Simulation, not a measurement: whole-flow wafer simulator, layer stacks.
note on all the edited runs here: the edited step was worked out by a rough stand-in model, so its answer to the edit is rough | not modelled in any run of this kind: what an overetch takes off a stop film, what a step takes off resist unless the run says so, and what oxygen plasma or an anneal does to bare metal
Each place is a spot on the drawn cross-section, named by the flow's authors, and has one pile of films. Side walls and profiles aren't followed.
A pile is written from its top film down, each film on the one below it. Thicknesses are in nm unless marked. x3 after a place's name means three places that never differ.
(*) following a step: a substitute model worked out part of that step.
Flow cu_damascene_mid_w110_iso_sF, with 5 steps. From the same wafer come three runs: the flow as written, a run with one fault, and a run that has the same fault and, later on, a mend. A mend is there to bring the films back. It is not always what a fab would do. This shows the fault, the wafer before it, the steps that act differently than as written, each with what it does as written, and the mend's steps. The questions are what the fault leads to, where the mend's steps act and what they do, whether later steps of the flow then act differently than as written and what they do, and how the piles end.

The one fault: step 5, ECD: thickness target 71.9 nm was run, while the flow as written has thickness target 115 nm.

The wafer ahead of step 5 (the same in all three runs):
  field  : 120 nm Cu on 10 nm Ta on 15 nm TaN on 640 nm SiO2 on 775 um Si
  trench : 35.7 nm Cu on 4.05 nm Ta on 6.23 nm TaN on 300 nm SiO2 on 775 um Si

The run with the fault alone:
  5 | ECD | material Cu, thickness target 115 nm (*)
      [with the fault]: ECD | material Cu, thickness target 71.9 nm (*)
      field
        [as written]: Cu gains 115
        [with the fault]: Cu gains 71.9
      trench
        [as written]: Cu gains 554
        [with the fault]: Cu gains 510.9
  Every later step of the flow that is run acts as written at every place that is followed.
  By the end, the piles at field, trench depart from the flow's by more than 2% or 0.5 nm, whichever is larger.
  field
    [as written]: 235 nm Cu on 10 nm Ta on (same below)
    [with the fault]: 191.9 nm Cu on 10 nm Ta on (same below)
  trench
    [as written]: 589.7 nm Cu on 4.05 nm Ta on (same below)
    [with the fault]: 546.6 nm Cu on 4.05 nm Ta on (same below)

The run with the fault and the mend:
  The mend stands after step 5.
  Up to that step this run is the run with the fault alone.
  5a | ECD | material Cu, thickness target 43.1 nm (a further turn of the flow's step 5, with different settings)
      field, trench
        Cu gains 43.1
  Every later step of the flow that is run acts as written at every place that is followed.
  The piles end the same as the flow's at every place that both follow.
